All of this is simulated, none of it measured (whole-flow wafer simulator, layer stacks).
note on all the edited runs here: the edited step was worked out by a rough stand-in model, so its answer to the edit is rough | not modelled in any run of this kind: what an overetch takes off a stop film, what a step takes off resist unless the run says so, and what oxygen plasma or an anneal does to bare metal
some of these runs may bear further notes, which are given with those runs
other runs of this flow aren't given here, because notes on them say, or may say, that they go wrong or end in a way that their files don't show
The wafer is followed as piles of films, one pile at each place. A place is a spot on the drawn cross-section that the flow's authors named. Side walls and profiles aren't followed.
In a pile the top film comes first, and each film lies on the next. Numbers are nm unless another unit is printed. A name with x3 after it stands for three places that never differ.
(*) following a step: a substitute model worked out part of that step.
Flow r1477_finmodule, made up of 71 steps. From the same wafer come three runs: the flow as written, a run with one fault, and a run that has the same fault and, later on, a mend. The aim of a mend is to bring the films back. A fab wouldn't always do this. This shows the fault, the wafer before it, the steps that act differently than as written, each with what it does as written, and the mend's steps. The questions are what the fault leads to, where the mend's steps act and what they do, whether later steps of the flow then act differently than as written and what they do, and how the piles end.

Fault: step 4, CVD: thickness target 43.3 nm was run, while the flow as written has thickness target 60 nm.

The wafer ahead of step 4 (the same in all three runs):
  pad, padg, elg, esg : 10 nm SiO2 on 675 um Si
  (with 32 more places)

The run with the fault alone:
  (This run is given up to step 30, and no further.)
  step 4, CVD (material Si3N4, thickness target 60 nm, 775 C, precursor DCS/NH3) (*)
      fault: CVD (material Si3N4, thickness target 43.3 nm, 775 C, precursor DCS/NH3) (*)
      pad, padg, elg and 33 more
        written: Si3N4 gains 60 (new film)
        fault: Si3N4 gains 43.3 (new film)
  Later steps of the flow up to step 30 that are run all act as written at every place that is followed.
  After step 30, at pad, padg, elg and 33 more, the piles differ from the flow's by more than 2% or 0.5 nm, whichever is larger.
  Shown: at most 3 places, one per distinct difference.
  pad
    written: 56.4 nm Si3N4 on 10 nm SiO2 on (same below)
    fault: 39.7 nm Si3N4 on 10 nm SiO2 on (same below)
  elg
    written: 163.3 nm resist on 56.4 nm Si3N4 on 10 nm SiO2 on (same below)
    fault: 163.3 nm resist on 39.7 nm Si3N4 on 10 nm SiO2 on (same below)
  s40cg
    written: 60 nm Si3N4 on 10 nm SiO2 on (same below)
    fault: 43.3 nm Si3N4 on 10 nm SiO2 on (same below)

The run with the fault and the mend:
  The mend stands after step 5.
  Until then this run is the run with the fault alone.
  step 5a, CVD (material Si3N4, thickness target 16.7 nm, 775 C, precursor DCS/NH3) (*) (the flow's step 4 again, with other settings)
      pad, padg, elg and 33 more
        Si3N4 gains 16.7
  Later steps of the flow that are run all act as written at every place that is followed.
  By the end, the piles equal the flow's at every place that both follow.
